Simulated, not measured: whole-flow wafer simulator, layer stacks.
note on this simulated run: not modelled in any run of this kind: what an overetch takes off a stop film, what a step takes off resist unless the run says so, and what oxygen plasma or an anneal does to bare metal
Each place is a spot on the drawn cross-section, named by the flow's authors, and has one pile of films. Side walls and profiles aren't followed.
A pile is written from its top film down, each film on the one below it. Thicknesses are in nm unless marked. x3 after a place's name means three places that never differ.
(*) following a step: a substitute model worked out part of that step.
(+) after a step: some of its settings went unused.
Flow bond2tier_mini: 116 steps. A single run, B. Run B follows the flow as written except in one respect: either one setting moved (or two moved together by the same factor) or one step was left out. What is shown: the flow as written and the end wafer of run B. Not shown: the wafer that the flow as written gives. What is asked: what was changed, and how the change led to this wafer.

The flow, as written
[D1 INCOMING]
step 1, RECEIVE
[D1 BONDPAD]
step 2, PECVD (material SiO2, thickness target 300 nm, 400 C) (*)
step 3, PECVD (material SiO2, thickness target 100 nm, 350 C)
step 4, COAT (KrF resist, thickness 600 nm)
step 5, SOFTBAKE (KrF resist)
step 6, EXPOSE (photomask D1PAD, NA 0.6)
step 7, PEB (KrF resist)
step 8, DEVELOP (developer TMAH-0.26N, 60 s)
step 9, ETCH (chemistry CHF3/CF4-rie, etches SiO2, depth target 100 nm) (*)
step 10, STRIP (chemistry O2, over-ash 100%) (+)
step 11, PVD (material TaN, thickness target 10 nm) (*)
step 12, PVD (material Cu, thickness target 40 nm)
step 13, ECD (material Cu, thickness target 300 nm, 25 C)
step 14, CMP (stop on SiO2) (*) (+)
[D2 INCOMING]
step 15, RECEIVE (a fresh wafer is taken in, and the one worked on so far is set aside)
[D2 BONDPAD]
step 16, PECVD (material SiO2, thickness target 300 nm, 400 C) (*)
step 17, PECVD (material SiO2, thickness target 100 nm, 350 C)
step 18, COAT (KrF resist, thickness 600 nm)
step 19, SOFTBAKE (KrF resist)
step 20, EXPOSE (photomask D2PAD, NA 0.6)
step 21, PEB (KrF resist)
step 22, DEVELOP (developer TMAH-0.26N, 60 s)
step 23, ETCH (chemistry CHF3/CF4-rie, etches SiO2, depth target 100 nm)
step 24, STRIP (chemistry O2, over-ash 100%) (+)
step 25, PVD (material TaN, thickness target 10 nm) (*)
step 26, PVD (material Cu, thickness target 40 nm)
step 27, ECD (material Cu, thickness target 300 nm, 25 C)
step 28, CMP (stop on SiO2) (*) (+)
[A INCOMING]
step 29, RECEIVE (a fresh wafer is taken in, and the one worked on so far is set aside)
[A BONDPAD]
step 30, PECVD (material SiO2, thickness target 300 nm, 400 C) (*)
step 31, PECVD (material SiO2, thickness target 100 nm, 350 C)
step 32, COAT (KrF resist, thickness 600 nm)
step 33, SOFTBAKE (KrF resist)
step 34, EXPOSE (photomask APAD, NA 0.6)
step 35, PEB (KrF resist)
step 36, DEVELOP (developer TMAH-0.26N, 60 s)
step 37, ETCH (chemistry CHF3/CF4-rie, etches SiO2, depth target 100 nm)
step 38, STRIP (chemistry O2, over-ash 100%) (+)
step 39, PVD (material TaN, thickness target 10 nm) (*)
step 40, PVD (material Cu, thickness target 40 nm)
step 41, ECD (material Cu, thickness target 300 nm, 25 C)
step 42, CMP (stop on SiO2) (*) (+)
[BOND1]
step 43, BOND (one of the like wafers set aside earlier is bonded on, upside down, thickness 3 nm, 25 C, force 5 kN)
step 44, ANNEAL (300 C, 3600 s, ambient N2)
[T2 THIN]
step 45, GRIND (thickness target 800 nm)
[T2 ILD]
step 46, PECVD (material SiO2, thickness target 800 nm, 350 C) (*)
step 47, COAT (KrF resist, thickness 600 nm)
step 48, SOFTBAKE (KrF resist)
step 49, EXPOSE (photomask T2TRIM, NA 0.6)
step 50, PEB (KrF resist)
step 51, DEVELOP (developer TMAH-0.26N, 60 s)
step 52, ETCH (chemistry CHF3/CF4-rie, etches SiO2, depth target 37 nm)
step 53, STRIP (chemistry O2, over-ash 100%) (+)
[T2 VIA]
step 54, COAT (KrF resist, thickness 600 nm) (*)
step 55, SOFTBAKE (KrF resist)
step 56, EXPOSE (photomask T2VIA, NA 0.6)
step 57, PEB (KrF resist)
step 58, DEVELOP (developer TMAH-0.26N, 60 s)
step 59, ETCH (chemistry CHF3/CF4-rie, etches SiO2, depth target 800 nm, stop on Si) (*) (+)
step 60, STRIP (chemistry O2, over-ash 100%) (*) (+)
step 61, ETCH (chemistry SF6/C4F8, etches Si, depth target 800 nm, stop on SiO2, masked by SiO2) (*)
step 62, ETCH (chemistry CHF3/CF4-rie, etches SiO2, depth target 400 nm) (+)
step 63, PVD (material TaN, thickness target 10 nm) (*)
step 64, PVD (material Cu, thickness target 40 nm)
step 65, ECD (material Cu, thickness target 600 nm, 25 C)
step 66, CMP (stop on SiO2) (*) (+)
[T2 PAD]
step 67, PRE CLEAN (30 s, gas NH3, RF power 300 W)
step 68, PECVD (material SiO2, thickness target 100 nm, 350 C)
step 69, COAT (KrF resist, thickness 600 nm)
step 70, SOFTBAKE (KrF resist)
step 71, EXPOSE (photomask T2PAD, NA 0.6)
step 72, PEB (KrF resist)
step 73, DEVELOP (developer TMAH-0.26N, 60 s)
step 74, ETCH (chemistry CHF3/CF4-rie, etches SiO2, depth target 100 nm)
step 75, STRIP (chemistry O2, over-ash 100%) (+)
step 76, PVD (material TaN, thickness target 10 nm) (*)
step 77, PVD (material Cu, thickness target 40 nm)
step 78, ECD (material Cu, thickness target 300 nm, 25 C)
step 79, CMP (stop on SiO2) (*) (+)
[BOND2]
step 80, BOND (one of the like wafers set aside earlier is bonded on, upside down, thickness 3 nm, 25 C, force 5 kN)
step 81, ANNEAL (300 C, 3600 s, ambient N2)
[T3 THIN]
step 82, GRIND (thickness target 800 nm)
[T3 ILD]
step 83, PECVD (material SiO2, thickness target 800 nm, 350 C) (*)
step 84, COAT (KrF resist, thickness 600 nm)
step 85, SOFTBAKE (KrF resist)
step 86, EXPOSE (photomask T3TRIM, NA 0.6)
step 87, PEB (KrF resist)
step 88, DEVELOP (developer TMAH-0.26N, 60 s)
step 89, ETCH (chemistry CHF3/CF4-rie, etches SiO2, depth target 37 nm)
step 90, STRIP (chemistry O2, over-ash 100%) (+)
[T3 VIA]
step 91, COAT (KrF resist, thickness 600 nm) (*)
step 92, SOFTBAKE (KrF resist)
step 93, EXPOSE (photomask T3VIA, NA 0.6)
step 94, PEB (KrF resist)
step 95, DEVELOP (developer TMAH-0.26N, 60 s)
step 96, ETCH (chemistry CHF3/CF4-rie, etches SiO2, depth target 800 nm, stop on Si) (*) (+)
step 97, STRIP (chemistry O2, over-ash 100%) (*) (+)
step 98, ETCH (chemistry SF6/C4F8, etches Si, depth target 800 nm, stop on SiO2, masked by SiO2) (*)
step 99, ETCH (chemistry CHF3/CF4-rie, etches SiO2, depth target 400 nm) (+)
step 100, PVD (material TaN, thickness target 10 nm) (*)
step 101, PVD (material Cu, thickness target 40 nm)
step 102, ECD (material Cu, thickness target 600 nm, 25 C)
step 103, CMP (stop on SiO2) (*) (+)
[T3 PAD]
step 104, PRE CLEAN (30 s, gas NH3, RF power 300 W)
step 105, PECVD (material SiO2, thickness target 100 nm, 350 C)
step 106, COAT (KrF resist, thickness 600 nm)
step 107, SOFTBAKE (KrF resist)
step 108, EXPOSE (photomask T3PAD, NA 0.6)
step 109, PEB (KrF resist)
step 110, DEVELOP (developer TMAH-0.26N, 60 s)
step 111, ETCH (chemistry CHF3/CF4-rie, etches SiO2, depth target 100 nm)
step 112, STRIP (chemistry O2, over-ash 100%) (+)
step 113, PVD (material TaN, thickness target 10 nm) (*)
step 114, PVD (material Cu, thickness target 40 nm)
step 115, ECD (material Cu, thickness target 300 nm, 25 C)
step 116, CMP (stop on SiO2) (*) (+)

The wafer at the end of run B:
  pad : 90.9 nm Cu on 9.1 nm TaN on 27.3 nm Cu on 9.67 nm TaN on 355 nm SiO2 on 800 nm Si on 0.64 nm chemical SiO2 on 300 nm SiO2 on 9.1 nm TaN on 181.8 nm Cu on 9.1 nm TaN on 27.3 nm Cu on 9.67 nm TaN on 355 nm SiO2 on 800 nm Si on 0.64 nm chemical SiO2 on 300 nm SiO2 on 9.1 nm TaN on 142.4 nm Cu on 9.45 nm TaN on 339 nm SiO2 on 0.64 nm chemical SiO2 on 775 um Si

The reason: step 37, ETCH: depth target 61 nm was run, whereas the flow has depth target 100 nm.

Step by step, how the change led to this:
  step 37, ETCH (chemistry CHF3/CF4-rie, etches SiO2, depth target 100 nm)
      pad, via: -61 SiO2 (as written it would have been: -100 SiO2)
      field: -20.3 KrF resist (as written it would have been: -33.3 KrF resist)
  step 38, STRIP (chemistry O2, over-ash 100%) (+)
      field: -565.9 KrF resist (all of it) (as written it would have been: -552.9 KrF resist (all of it))
  step 40, PVD (material Cu, thickness target 40 nm)
      pad: +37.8 Cu (new film) (as written it would have been: +36.4 Cu (new film))
  step 41, ECD (material Cu, thickness target 300 nm, 25 C)
      pad: +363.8 Cu (as written it would have been: +404.5 Cu)
      via: +361 Cu (as written it would have been: +400.2 Cu)
